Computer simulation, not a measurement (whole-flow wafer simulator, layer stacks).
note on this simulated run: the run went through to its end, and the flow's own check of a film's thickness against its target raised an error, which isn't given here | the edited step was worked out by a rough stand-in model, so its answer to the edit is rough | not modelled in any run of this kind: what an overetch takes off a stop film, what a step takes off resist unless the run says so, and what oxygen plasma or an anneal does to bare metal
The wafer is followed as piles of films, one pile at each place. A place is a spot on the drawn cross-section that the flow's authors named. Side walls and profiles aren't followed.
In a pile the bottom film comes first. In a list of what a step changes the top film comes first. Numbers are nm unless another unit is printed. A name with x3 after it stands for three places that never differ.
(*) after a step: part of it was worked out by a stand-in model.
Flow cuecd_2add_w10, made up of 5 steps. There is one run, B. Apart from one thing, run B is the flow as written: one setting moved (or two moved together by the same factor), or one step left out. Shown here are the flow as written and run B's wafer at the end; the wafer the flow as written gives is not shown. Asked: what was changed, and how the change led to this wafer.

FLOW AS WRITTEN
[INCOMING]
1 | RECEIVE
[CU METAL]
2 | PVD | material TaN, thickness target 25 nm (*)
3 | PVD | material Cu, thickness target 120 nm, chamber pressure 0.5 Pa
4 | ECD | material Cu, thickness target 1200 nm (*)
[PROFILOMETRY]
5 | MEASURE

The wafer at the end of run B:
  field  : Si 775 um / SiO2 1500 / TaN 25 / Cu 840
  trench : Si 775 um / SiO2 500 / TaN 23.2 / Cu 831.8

Cause: step 4, ECD: thickness target 720 nm was run, whereas the flow has thickness target 1200 nm.

Step by step, how the change led to this:
  4 | ECD | material Cu, thickness target 1200 nm (*)
      field, trench: +720 Cu (as written it would have been: +1200 Cu)
